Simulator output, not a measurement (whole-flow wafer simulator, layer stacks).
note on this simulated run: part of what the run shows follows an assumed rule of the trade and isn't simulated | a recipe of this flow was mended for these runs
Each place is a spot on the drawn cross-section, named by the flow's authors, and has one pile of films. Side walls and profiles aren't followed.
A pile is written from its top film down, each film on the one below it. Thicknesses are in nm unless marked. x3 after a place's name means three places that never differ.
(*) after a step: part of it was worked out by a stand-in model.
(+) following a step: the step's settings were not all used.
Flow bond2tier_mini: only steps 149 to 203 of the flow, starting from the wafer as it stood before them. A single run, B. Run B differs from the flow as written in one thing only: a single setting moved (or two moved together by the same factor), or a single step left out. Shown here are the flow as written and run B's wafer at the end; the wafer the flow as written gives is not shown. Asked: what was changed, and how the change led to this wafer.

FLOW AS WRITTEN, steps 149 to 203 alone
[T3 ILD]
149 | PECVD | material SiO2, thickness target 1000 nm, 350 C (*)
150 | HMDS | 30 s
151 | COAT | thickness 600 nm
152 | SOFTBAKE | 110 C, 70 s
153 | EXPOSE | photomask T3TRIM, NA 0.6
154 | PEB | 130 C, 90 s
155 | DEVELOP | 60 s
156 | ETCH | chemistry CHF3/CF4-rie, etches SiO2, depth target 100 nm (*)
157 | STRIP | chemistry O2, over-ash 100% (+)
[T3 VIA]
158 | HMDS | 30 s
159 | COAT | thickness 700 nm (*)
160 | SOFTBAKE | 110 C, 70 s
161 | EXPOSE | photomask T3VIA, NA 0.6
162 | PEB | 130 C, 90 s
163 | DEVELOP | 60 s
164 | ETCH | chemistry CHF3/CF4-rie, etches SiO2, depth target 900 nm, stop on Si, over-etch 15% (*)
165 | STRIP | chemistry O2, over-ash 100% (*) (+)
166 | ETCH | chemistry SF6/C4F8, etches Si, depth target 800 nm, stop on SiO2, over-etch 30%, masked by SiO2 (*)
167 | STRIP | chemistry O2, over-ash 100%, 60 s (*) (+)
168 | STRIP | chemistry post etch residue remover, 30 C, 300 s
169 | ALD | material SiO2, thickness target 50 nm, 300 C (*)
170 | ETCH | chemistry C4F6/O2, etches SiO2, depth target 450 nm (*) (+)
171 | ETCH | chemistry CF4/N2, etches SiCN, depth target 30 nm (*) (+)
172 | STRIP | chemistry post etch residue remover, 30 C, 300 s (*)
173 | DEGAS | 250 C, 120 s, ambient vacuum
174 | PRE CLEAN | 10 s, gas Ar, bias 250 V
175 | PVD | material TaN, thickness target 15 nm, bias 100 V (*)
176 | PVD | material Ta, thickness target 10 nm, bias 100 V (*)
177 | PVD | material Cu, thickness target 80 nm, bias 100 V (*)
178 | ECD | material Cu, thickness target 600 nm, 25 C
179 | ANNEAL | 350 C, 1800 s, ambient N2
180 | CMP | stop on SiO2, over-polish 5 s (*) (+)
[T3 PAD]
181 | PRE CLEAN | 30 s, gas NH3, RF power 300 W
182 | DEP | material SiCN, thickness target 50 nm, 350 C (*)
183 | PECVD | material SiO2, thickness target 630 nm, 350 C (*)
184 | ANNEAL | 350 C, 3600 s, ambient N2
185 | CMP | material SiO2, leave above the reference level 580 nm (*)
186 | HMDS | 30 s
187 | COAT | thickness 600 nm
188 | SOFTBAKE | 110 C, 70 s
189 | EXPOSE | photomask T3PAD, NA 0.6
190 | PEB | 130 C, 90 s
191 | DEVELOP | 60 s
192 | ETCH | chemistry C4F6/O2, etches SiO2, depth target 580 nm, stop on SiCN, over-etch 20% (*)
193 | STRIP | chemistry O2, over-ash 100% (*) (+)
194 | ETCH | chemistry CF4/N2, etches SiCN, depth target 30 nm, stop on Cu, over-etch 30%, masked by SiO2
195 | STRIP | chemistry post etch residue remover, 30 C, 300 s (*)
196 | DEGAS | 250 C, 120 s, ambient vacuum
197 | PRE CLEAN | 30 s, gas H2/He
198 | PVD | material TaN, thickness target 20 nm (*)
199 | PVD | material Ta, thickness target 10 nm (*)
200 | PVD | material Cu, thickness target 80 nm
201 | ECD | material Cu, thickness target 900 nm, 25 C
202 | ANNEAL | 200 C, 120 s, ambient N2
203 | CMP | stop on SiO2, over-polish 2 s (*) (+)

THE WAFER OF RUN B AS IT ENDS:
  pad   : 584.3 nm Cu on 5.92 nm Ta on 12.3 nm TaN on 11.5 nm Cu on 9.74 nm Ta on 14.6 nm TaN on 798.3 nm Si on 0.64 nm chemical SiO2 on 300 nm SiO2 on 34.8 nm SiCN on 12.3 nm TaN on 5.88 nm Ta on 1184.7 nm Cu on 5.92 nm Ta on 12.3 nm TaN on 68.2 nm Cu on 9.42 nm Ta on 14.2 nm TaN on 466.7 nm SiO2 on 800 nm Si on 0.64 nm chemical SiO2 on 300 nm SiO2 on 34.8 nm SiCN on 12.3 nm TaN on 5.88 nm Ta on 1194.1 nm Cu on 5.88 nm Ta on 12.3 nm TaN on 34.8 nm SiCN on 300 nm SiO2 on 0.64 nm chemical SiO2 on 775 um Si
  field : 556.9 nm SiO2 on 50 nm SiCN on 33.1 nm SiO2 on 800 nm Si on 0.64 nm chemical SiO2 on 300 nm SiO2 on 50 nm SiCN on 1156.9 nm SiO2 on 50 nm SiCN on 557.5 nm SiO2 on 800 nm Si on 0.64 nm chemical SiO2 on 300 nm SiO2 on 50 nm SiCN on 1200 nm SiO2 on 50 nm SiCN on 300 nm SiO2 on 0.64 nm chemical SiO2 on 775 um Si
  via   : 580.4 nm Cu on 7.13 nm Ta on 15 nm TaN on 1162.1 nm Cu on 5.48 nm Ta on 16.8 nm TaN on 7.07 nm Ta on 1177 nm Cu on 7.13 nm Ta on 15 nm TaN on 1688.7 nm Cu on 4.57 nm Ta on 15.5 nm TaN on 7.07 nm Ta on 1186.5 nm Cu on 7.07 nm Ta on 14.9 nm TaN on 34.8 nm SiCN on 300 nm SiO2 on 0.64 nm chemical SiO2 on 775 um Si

Cause: step 149, PECVD: thickness target 475 nm was run, though the flow has thickness target 1000 nm.

How this came from the change, step by step:
  149 | PECVD | material SiO2, thickness target 1000 nm, 350 C (*)
      field, pad, via: SiO2 gains 475 (new film) (in the flow as written it would be: SiO2 gains 1000 (new film))
  164 | ETCH | chemistry CHF3/CF4-rie, etches SiO2, depth target 900 nm, stop on Si, over-etch 15% (*)
      field: thick-KrF-resist loses 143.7 (in the flow as written it would be: thick-KrF-resist loses 345)
      pad: thick-KrF-resist loses 143.8 (in the flow as written it would be: thick-KrF-resist loses 345)
      (also at 1 further place)
  165 | STRIP | chemistry O2, over-ash 100% (*) (+)
      field: thick-KrF-resist loses 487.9 (all of it) (in the flow as written it would be: thick-KrF-resist loses 286.6 (all of it))
      pad: thick-KrF-resist loses 574.2 (all of it) (in the flow as written it would be: thick-KrF-resist loses 372.9 (all of it))
  166 | ETCH | chemistry SF6/C4F8, etches Si, depth target 800 nm, stop on SiO2, over-etch 30%, masked by SiO2 (*)
      field, pad: SiO2 loses 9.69 (in the flow as written it would be: SiO2 loses 10.3)
      via: Si loses 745 (all of it), chemical SiO2 loses 0.64 (all of it), SiO2 loses 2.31 (in the flow as written it would be: Si loses 788.8 (all of it), chemical SiO2 loses 0.64 (all of it), SiO2 loses 1.87)
  170 | ETCH | chemistry C4F6/O2, etches SiO2, depth target 450 nm (*) (+)
      pad: SiO2 loses 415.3 (all of it), Si loses 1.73 (in the flow as written it would be: SiO2 loses 450)
  171 | ETCH | chemistry CF4/N2, etches SiCN, depth target 30 nm (*) (+)
      pad: nothing (in the flow as written it would be: SiO2 loses 20)
  174 | PRE CLEAN | 10 s, gas Ar, bias 250 V
      pad: nothing (in the flow as written it would be: SiO2 loses 3)
  175 | PVD | material TaN, thickness target 15 nm, bias 100 V (*)
      via: TaN gains 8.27 (in the flow as written it would be: TaN gains 6.94)
  176 | PVD | material Ta, thickness target 10 nm, bias 100 V (*)
      via: Ta gains 5.48 (new film) (in the flow as written it would be: Ta gains 4.57 (new film))
  177 | PVD | material Cu, thickness target 80 nm, bias 100 V (*)
      pad: Cu gains 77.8 (new film) (in the flow as written it would be: Cu gains 75.3 (new film))
      via: Cu gains 42.6 (new film) (in the flow as written it would be: Cu gains 35 (new film))
  178 | ECD | material Cu, thickness target 600 nm, 25 C
      pad: Cu gains 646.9 (in the flow as written it would be: Cu gains 706.1)
      via: Cu gains 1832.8 (in the flow as written it would be: Cu gains 2367)
